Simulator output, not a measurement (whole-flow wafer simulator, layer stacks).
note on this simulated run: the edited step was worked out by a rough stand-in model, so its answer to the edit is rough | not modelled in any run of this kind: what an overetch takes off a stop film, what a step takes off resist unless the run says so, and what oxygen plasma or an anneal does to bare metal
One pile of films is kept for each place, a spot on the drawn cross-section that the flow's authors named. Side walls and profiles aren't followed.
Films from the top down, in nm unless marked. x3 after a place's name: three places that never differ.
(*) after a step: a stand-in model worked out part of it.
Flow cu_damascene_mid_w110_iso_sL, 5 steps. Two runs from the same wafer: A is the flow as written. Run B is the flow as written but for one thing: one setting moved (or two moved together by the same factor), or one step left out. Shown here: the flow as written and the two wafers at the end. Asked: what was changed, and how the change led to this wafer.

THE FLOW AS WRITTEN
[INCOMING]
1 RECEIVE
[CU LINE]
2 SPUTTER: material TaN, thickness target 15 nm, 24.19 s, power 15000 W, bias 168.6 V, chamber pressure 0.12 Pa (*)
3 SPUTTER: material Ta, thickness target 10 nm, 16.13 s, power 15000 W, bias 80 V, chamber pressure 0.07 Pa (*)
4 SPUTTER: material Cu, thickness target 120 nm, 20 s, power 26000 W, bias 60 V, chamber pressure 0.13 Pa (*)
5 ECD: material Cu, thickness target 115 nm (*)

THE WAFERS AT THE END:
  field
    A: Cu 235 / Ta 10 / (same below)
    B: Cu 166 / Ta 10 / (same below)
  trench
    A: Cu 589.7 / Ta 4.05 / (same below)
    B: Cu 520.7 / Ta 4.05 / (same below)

The cause: step 5, ECD: thickness target 46 nm was run, where the flow has thickness target 115 nm.

How the change led to this, step by step:
  5 ECD: material Cu, thickness target 115 nm (*)
      field: A Cu +115 | B Cu +46
      trench: A Cu +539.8 | B Cu +470.8
